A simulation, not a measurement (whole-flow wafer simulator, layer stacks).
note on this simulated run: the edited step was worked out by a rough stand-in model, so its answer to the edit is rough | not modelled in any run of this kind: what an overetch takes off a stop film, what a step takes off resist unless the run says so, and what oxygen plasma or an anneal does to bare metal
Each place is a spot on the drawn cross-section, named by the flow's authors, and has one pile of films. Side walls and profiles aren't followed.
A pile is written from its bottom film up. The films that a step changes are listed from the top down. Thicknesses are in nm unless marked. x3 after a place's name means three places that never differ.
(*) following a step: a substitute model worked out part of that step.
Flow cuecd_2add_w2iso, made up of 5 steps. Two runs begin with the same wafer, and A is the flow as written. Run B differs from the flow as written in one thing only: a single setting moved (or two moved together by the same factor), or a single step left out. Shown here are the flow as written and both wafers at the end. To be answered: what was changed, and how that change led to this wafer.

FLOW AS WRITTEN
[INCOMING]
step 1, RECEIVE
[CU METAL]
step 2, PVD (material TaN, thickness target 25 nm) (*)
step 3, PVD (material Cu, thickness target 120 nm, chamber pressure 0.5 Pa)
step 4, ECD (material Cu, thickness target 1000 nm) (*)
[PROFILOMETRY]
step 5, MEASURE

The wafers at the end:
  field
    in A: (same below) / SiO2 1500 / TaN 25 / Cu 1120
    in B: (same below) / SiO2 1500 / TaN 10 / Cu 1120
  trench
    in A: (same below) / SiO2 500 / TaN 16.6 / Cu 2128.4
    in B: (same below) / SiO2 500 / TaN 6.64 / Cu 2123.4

Cause: step 2, PVD: thickness target 10 nm was run, whereas the flow has thickness target 25 nm.
The wafer itself shows it: field has TaN 10, and step 2 as written asks for 25 nm.

Step by step, how the change led to this:
  step 2, PVD (material TaN, thickness target 25 nm) (*)
      field: A TaN gains 25 (new film) | B TaN gains 10 (new film)
      trench: A TaN gains 16.6 (new film) | B TaN gains 6.64 (new film)
